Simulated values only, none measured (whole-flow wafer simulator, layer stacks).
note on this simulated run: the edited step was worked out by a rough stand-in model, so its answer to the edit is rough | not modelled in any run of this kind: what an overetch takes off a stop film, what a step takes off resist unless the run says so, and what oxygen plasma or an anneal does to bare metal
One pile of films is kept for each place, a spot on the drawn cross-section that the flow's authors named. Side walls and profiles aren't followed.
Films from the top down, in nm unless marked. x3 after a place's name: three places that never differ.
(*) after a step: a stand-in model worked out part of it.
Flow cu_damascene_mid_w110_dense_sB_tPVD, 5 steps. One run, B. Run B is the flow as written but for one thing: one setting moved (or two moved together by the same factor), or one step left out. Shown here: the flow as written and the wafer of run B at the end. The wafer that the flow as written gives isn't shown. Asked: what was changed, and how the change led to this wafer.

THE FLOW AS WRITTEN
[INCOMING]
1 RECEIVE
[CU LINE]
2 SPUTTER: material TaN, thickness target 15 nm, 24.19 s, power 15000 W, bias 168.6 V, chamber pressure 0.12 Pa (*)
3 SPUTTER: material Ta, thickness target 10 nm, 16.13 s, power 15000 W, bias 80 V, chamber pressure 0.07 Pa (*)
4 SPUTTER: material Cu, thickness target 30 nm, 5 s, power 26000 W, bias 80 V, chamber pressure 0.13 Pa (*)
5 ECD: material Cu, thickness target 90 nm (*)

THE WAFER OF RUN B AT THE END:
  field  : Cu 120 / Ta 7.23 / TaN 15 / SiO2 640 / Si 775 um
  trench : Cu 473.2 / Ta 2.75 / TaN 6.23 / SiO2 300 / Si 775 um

The cause: step 3, SPUTTER: power 10840 W was run, where the flow has power 15000 W.

How the change led to this, step by step:
  3 SPUTTER: material Ta, thickness target 10 nm, 16.13 s, power 15000 W, bias 80 V, chamber pressure 0.07 Pa (*)
      field: Ta +7.23 (new film) (as written it would be: Ta +10 (new film))
      trench: Ta +2.75 (new film) (as written it would be: Ta +4.05 (new film))
